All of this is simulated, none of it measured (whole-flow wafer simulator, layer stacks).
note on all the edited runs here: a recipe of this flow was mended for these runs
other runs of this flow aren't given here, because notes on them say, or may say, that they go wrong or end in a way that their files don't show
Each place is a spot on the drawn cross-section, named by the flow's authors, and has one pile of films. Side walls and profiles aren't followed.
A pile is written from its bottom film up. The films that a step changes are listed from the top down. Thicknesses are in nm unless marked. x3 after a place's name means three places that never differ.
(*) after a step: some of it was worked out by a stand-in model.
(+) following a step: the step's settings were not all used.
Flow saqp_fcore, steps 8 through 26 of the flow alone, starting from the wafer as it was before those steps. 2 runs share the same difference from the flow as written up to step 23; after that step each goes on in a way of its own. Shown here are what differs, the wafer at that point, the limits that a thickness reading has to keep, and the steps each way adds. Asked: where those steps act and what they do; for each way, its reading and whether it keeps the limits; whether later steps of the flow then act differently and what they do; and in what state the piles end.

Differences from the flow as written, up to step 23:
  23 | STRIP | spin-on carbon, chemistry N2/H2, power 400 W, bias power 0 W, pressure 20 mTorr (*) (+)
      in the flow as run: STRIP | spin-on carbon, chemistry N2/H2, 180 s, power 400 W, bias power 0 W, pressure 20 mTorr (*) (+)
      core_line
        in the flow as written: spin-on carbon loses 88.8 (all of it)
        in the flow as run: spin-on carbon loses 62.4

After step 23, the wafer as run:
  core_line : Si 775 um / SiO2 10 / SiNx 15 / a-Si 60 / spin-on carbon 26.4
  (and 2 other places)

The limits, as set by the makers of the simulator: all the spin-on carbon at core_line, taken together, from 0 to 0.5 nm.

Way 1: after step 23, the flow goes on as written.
  Reading after step 23: 26.4 nm, not within the limits.
  Later steps of the flow acting differently than as written:
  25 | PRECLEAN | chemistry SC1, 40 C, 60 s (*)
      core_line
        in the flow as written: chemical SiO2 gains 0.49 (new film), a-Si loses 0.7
        going this way: nothing
  By the end, the piles at core_line depart from the flow's by more than 2% or 0.5 nm, whichever is larger.
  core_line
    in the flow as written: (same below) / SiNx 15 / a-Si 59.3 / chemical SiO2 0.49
    going this way: (same below) / SiNx 15 / a-Si 60 / spin-on carbon 26.4

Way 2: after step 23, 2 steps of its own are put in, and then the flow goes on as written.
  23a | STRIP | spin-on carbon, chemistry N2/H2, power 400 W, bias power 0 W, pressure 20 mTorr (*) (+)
      core_line
        spin-on carbon loses 26.4 (all of it)
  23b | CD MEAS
      leaves every film unchanged at each place that is followed
  Reading after step 23b: 0 nm, inside the limits.
  Every later step of the flow that is run acts as written at every place that is followed.
  At every place that both follow, the piles at the end match the flow's.

Keeping within the limits: way 2. Outside them: way 1.
